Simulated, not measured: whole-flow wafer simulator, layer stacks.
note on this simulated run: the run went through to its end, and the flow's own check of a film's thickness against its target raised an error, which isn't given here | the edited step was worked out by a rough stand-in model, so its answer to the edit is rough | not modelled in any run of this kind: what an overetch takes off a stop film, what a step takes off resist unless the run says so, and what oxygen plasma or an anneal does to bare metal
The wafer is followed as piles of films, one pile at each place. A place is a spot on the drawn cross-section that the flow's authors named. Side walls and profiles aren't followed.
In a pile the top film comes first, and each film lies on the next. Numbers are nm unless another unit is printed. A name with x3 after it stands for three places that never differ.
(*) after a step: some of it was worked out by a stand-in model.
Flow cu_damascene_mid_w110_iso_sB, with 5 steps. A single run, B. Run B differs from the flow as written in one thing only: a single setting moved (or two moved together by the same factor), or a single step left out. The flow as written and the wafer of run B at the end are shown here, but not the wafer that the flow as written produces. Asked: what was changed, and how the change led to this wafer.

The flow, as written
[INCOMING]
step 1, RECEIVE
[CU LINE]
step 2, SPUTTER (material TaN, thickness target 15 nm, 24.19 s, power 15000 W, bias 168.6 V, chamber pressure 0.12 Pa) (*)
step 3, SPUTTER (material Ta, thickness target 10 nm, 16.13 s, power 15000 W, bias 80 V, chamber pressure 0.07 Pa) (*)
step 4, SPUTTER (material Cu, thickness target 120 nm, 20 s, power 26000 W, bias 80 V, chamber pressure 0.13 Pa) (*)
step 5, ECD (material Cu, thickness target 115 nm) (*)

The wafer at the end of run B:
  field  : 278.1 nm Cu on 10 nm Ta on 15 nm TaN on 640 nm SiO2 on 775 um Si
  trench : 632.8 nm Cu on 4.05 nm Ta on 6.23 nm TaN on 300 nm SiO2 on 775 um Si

The reason: step 5, ECD: thickness target 158.1 nm was run, though the flow has thickness target 115 nm.

How this came from the change, step by step:
  step 5, ECD (material Cu, thickness target 115 nm) (*)
      field: +158.1 Cu (as written it would have been: +115 Cu)
      trench: +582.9 Cu (as written it would have been: +539.8 Cu)
